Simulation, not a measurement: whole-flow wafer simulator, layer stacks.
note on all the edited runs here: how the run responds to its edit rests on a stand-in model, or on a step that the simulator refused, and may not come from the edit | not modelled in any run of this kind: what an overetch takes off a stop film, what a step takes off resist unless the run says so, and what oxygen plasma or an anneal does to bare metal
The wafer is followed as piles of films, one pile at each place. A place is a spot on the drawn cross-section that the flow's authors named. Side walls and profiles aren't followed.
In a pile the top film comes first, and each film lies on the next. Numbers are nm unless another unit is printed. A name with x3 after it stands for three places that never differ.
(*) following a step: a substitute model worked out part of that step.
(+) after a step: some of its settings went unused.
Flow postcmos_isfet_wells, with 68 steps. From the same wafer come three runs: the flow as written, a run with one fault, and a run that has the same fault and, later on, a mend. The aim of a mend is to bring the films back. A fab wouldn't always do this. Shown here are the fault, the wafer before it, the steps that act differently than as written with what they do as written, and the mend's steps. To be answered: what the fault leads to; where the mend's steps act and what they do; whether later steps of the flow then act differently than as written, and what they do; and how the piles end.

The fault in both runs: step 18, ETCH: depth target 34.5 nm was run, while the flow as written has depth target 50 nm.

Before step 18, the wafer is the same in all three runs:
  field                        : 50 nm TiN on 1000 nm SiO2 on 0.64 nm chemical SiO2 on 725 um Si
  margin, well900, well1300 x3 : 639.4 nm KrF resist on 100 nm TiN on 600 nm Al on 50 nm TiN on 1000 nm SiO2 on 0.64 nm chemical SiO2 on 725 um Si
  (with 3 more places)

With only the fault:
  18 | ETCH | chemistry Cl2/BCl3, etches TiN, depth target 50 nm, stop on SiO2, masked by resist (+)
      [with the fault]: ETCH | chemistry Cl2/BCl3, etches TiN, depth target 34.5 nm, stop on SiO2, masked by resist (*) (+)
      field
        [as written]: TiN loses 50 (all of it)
        [with the fault]: TiN loses 34.5
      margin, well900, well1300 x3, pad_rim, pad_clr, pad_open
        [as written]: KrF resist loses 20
        [with the fault]: KrF resist loses 13.8
  Steps further on in the flow that do not act as written (2 other steps are not shown; they differ only slightly, by no more than 2% or 0.5 nm, whichever is larger):
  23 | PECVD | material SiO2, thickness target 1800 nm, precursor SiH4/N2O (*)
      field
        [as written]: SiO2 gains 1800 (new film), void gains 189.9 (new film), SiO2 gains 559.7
        [with the fault]: SiO2 gains 1800 (new film), void gains 178.5 (new film), SiO2 gains 556 (new film)
  By the end, the piles at field depart from the flow's by more than 2% or 0.5 nm, whichever is larger.
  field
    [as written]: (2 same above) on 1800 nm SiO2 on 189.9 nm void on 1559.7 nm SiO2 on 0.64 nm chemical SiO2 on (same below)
    [with the fault]: (2 same above) on 1800 nm SiO2 on 178.5 nm void on 556 nm SiO2 on 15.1 nm TiN on 1000 nm SiO2 on 0.64 nm chemical SiO2 on (same below)

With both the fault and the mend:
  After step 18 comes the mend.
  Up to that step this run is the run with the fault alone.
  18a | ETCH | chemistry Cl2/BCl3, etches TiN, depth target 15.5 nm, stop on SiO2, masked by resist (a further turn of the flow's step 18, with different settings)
      margin, well900, well1300 x3, pad_rim, pad_clr, pad_open
        KrF resist loses 6.2
      field
        TiN loses 15.5 (all of it)
  Later steps of the flow that are run all act as written at every place that is followed.
  By the end, the piles equal the flow's at every place that both follow.
